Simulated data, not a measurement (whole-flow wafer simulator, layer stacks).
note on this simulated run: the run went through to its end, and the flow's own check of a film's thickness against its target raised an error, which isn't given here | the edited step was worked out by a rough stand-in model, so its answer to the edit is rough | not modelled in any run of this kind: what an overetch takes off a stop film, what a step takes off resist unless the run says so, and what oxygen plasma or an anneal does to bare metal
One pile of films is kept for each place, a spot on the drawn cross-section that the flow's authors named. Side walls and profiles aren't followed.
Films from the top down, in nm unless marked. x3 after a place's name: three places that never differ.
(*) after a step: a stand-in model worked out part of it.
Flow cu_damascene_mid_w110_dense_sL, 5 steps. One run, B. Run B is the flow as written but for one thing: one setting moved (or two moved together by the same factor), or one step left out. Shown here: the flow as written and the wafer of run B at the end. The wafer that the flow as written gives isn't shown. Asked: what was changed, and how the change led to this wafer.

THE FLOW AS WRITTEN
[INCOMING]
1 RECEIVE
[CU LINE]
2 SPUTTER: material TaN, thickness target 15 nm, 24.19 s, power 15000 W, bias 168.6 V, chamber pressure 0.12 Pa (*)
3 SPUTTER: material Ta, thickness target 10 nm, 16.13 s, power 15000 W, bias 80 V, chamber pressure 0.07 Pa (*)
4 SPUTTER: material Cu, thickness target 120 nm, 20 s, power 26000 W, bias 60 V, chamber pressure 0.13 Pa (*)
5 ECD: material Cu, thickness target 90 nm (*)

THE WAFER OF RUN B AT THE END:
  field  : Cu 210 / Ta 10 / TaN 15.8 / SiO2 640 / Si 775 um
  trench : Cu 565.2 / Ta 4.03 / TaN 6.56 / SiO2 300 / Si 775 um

The cause: step 2, SPUTTER: thickness target 15.8 nm was run, where the flow has thickness target 15 nm; step 2, SPUTTER: 25.4 s was run, where the flow has 24.19 s.
It can be read off the wafer: field has TaN 15.8, and step 2 as written asks for 15 nm.

How the change led to this, step by step:
  2 SPUTTER: material TaN, thickness target 15 nm, 24.19 s, power 15000 W, bias 168.6 V, chamber pressure 0.12 Pa (*)
      field: TaN +15.8 (new film) (as written it would be: TaN +15 (new film))
